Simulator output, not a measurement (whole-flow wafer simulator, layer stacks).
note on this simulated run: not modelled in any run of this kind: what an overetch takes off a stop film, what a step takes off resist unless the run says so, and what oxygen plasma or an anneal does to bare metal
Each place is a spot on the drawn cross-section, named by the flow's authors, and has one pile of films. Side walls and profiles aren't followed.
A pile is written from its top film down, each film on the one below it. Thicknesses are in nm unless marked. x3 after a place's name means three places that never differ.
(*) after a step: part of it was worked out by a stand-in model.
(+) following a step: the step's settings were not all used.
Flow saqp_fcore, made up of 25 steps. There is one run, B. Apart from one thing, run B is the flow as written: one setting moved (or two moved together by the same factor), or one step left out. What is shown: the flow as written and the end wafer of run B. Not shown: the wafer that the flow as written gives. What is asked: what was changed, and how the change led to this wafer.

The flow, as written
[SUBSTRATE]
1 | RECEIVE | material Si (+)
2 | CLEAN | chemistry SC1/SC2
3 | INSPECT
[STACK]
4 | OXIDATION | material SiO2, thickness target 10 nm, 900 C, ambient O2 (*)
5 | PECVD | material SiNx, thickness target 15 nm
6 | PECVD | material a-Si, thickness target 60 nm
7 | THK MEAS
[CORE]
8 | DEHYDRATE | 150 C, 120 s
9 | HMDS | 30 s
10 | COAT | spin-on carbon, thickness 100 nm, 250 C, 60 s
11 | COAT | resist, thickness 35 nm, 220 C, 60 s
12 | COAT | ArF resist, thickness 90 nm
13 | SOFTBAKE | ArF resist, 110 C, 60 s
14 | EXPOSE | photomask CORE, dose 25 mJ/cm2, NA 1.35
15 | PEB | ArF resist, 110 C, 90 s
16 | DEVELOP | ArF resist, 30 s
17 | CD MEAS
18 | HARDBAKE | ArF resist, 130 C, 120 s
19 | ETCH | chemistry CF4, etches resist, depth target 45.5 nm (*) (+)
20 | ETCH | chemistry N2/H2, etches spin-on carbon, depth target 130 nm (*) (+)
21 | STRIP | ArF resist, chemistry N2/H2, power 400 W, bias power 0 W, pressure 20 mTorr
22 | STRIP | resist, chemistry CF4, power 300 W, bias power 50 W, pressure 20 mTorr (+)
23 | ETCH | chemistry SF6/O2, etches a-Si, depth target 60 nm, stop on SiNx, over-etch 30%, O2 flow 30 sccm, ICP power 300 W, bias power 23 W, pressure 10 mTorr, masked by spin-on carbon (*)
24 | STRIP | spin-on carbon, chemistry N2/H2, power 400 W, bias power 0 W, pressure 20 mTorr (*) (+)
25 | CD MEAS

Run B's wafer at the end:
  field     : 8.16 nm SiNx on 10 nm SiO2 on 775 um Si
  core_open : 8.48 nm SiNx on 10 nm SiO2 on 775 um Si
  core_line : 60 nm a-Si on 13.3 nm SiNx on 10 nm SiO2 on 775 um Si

The reason: step 5, PECVD: thickness target 13.3 nm was run, whereas the flow has thickness target 15 nm.
One can read it off the wafer: core_line has SiNx 13.3, and step 5 as written asks for 15 nm.

How this came from the change, step by step:
  5 | PECVD | material SiNx, thickness target 15 nm
      field, core_open, core_line: SiNx gains 13.3 (new film) (as written it would have been: SiNx gains 15 (new film))
